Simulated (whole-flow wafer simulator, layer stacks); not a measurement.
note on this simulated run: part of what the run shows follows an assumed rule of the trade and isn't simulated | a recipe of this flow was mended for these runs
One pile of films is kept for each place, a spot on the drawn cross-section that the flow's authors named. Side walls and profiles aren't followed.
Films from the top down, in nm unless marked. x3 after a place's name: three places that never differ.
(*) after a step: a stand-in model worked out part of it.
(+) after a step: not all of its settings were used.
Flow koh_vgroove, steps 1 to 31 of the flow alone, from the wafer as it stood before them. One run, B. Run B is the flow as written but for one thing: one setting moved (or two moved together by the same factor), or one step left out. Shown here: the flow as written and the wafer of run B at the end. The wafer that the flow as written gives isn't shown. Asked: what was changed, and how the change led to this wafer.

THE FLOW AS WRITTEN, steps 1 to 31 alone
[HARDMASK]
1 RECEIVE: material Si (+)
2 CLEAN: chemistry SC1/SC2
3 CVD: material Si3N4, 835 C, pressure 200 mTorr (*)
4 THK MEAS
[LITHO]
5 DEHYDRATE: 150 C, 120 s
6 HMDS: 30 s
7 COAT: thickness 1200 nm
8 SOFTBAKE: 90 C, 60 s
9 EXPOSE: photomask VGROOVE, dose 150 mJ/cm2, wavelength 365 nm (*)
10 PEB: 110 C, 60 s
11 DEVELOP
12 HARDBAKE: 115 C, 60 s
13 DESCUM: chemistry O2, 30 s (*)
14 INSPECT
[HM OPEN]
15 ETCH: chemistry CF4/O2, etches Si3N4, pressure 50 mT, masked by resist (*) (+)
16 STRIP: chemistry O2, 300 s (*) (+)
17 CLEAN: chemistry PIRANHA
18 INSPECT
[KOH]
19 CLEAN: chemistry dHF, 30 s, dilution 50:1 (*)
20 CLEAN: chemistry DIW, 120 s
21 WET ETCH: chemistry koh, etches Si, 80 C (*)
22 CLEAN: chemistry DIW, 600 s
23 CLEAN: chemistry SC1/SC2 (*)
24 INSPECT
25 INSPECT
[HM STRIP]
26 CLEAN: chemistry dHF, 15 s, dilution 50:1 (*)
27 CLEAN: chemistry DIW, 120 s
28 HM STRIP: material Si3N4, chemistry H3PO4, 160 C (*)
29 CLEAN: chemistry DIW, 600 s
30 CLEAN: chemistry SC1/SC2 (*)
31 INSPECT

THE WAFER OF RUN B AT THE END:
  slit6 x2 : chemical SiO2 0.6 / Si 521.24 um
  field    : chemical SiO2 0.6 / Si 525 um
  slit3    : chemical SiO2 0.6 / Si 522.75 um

The cause: step 3, CVD: pressure 224 mTorr was run, where the flow has pressure 200 mTorr.

How the change led to this, step by step:
  3 CVD: material Si3N4, 835 C, pressure 200 mTorr (*)
      field, slit3, slit2, slit6 x2: Si3N4 +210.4 (new film) (as written it would be: Si3N4 +200 (new film))
  15 ETCH: chemistry CF4/O2, etches Si3N4, pressure 50 mT, masked by resist (*) (+)
      slit3, slit2, slit6 x2: Si3N4 -210.4 (all of it), chemical SiO2 -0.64 (all of it), Si -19 (as written it would be: Si3N4 -200 (all of it), chemical SiO2 -0.64 (all of it), Si -29.4)
  28 HM STRIP: material Si3N4, chemistry H3PO4, 160 C (*)
      field: Si3N4 -209.1 (all of it), chemical SiO2 -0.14, Si -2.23 (as written it would be: Si3N4 -198.7 (all of it), chemical SiO2 -0.14, Si -2.75)
